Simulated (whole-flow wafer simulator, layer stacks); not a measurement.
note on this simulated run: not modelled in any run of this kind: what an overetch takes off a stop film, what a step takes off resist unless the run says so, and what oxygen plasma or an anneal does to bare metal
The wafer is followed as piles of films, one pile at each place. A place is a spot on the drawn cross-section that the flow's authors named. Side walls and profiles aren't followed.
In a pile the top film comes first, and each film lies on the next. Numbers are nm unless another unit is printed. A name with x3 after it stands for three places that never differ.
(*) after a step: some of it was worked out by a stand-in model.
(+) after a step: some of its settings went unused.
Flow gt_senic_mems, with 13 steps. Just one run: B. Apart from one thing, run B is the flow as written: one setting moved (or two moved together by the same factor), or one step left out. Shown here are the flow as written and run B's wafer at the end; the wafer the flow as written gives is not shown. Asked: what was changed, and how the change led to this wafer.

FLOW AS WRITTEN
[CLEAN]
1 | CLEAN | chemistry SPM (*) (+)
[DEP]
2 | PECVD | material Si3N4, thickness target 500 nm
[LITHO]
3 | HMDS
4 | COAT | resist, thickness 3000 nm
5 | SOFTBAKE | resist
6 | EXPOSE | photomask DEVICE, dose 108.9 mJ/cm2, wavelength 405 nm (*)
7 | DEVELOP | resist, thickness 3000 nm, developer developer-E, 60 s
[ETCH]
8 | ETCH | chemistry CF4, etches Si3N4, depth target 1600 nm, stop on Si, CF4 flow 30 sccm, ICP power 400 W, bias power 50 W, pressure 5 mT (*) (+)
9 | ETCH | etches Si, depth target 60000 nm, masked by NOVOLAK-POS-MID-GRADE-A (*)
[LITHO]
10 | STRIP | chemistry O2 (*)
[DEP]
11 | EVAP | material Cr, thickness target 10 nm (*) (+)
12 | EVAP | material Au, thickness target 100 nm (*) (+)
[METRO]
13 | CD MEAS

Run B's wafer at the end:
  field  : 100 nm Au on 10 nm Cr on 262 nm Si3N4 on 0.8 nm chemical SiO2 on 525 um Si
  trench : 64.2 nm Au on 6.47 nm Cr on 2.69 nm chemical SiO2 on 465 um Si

The reason: step 2, PECVD: thickness target 262 nm was run, though the flow has thickness target 500 nm.
One can read it off the wafer: field has Si3N4 262, and step 2 as written asks for 500 nm.

Step by step, how the change led to this:
  2 | PECVD | material Si3N4, thickness target 500 nm
      field, trench: +262 Si3N4 (new film) (it would be, as written: +500 Si3N4 (new film))
  8 | ETCH | chemistry CF4, etches Si3N4, depth target 1600 nm, stop on Si, CF4 flow 30 sccm, ICP power 400 W, bias power 50 W, pressure 5 mT (*) (+)
      field: -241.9 resist (it would be, as written: -400.5 resist)
      trench: -262 Si3N4 (all of it), -0.8 chemical SiO2 (all of it) (it would be, as written: -500 Si3N4 (all of it), -0.8 chemical SiO2 (all of it))
  10 | STRIP | chemistry O2 (*)
      field: -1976 resist (all of it) (it would be, as written: -1817.3 resist (all of it))
